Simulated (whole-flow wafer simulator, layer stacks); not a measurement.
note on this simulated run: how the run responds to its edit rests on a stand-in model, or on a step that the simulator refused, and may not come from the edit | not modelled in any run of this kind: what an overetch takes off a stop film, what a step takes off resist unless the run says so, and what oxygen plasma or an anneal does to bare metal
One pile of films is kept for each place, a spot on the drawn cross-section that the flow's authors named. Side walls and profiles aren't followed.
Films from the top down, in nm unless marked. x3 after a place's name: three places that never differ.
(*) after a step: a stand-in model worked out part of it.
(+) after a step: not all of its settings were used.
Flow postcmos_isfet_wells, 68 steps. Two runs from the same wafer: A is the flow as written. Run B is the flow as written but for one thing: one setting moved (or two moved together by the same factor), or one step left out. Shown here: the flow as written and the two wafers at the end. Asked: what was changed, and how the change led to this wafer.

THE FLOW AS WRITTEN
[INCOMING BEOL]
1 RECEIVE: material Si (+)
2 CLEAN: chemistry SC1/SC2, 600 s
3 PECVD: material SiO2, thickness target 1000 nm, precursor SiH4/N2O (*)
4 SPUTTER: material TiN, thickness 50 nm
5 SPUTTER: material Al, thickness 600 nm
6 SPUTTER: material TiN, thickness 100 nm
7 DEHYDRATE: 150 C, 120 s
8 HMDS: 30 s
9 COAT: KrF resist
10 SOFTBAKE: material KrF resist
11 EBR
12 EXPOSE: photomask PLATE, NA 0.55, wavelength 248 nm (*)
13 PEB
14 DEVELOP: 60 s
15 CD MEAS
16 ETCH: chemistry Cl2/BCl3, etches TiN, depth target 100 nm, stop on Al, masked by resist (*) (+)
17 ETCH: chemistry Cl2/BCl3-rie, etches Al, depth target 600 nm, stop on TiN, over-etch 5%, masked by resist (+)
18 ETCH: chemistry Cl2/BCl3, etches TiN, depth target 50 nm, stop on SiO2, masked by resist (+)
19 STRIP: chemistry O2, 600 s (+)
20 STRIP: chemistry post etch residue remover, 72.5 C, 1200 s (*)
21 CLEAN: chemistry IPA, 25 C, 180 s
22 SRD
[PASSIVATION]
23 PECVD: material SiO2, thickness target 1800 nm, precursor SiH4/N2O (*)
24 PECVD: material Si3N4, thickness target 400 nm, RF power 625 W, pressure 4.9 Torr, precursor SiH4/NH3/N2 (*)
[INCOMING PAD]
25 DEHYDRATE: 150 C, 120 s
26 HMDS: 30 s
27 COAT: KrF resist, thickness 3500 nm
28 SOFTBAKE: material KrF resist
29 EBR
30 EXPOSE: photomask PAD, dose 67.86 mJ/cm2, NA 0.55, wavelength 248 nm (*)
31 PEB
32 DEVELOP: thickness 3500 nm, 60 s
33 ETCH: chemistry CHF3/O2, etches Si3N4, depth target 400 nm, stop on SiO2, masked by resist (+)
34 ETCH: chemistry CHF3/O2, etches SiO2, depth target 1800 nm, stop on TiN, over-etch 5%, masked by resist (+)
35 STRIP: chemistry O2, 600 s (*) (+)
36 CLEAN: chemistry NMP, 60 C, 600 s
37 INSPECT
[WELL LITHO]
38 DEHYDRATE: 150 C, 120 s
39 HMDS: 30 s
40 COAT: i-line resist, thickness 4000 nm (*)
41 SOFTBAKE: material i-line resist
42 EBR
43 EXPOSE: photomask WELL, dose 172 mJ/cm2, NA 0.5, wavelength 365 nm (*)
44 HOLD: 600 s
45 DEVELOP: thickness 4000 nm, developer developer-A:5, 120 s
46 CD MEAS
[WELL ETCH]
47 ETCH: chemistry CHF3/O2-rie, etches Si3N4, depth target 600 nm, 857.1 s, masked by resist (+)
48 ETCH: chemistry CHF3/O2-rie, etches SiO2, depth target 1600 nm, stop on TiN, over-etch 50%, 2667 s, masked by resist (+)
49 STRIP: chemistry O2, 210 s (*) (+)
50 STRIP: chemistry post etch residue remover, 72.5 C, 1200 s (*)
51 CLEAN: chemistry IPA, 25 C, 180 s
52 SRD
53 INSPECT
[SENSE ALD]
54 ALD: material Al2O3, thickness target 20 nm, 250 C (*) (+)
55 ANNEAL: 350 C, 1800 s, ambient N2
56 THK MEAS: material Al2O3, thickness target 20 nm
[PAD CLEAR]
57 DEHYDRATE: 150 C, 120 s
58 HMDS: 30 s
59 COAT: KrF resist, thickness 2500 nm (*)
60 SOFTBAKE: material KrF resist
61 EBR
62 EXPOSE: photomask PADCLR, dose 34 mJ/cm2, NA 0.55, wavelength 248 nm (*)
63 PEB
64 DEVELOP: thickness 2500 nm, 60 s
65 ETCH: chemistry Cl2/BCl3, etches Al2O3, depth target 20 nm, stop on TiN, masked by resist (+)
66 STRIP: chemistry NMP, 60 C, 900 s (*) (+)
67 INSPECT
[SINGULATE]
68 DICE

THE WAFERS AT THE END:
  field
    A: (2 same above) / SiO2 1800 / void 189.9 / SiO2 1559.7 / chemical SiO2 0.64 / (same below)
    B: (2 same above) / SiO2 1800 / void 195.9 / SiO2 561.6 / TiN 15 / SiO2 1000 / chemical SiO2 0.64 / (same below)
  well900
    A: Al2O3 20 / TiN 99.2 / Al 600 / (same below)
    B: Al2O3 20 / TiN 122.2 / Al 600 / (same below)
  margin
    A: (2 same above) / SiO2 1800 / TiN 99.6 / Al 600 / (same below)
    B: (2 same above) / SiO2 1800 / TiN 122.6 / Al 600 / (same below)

The cause: step 6, SPUTTER: thickness 123 nm was run, where the flow has thickness 100 nm.

How the change led to this, step by step:
  6 SPUTTER: material TiN, thickness 100 nm
      field, margin, well900, well1300 x3, pad_rim, pad_clr, pad_open: A TiN +100 (new film) | B TiN +123 (new film)
  16 ETCH: chemistry Cl2/BCl3, etches TiN, depth target 100 nm, stop on Al, masked by resist (*) (+)
      field: A TiN -100 (all of it) | B TiN -100
  17 ETCH: chemistry Cl2/BCl3-rie, etches Al, depth target 600 nm, stop on TiN, over-etch 5%, masked by resist (+)
      field: A Al -600 (all of it) | B TiN -23 (all of it), Al -563.2
  18 ETCH: chemistry Cl2/BCl3, etches TiN, depth target 50 nm, stop on SiO2, masked by resist (+)
      field: A TiN -50 (all of it) | B Al -36.8 (all of it), TiN -34.5
  23 PECVD: material SiO2, thickness target 1800 nm, precursor SiH4/N2O (*)
      field: A SiO2 +1800 (new film), void +189.9 (new film), SiO2 +559.7 | B SiO2 +1800 (new film), void +195.9 (new film), SiO2 +561.6 (new film)
Counting metal films that touch as one body, field has 1 body; the flow as written gives 0 bodies.
